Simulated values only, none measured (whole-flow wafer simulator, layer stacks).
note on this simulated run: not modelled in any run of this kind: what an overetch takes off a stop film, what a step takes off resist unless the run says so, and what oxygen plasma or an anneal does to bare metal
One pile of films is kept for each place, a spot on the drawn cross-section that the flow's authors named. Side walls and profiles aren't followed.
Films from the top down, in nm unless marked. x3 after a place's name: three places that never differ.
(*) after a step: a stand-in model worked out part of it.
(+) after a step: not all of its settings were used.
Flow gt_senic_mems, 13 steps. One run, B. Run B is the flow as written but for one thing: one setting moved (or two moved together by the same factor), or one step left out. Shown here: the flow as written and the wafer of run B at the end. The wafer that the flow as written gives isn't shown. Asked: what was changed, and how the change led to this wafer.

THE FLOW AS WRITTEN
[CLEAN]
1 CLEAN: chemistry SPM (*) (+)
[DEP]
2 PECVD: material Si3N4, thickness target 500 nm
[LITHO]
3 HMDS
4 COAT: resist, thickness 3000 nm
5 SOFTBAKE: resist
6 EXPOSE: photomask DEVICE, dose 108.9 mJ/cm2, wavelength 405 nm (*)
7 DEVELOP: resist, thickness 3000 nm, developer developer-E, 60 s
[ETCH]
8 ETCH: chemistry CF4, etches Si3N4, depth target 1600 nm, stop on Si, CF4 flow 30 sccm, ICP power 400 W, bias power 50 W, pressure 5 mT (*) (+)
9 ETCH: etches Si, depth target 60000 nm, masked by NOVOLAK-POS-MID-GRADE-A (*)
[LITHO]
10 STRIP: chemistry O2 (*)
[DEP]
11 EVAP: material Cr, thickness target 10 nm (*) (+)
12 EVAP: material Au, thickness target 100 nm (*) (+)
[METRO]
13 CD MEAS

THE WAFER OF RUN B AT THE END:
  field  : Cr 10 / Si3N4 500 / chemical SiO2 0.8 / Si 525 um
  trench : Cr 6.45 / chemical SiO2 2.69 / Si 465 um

The cause: step 12, EVAP: material Au, thickness target 100 nm (*) (+), was left out.

How the change led to this, step by step:
  (no step that both runs have acts differently)
Counting metal films that touch as one body, field has 0 bodies; the flow as written gives 1 body.
Counting metal films that touch as one body, trench has 0 bodies; the flow as written gives 1 body.
